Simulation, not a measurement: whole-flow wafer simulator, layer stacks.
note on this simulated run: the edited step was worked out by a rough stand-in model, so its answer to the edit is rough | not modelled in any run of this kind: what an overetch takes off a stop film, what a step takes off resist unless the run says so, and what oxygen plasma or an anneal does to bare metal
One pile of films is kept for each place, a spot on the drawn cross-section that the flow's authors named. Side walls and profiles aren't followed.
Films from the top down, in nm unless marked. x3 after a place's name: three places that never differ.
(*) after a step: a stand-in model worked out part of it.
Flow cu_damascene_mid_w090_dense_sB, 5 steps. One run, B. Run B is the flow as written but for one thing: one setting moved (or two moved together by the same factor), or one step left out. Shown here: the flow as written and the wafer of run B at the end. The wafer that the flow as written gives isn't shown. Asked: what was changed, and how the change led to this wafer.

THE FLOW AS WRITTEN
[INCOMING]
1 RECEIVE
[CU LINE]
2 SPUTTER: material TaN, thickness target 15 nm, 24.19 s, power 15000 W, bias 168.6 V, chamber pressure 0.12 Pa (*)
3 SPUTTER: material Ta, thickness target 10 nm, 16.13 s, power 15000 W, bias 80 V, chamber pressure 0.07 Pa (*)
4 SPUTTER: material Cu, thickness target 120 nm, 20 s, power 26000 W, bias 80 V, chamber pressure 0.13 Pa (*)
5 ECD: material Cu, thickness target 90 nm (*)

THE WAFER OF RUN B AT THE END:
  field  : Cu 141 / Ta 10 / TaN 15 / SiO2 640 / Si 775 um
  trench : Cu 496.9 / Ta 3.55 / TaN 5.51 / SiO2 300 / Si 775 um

The cause: step 4, SPUTTER: thickness target 51 nm was run, where the flow has thickness target 120 nm; step 4, SPUTTER: 8.5 s was run, where the flow has 20 s.

How the change led to this, step by step:
  4 SPUTTER: material Cu, thickness target 120 nm, 20 s, power 26000 W, bias 80 V, chamber pressure 0.13 Pa (*)
      field: Cu +51 (new film) (as written it would be: Cu +120 (new film))
      trench: Cu +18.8 (new film) (as written it would be: Cu +44.3 (new film))
  5 ECD: material Cu, thickness target 90 nm (*)
      trench: Cu +478.1 (as written it would be: Cu +521.6)
